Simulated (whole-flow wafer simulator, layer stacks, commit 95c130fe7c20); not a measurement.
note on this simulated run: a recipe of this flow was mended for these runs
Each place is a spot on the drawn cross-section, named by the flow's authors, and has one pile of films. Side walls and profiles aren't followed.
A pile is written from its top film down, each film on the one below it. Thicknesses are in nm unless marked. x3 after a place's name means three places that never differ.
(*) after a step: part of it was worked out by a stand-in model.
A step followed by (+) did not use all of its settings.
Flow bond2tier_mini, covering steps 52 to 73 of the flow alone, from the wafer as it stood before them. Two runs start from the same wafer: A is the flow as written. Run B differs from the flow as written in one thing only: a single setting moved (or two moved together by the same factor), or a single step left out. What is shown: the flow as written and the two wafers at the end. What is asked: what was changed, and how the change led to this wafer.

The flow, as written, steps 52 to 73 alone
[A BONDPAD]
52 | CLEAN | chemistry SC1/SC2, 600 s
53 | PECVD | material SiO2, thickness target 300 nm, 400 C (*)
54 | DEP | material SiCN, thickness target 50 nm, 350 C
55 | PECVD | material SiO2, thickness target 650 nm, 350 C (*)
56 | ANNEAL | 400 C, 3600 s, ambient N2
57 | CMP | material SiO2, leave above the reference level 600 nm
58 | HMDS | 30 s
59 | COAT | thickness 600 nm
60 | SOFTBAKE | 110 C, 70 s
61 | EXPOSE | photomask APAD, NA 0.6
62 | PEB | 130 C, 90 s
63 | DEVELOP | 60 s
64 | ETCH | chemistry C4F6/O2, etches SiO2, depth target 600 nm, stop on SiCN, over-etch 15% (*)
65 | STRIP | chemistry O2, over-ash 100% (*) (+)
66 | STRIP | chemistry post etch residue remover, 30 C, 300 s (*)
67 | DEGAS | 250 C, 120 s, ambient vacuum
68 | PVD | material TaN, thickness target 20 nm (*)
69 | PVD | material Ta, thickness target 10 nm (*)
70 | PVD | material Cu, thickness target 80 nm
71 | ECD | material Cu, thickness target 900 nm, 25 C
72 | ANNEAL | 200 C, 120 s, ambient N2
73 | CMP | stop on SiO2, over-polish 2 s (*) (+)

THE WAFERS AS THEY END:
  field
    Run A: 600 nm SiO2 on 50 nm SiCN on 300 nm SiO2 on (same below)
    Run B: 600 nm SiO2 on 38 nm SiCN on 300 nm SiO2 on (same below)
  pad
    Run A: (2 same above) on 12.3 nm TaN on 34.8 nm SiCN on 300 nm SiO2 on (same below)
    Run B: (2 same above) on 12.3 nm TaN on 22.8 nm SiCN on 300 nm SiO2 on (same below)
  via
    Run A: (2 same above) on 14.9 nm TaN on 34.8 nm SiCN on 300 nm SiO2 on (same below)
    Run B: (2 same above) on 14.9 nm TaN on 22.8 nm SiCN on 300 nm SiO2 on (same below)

Cause: step 54, DEP: thickness target 38 nm was run, whereas the flow has thickness target 50 nm.
The wafer lets one read it off: field has SiCN 38, and step 54 as written asks for 50 nm.

The path from the change to this, step by step:
  54 | DEP | material SiCN, thickness target 50 nm, 350 C
      field, pad, via: A +50 SiCN (new film) | B +38 SiCN (new film)
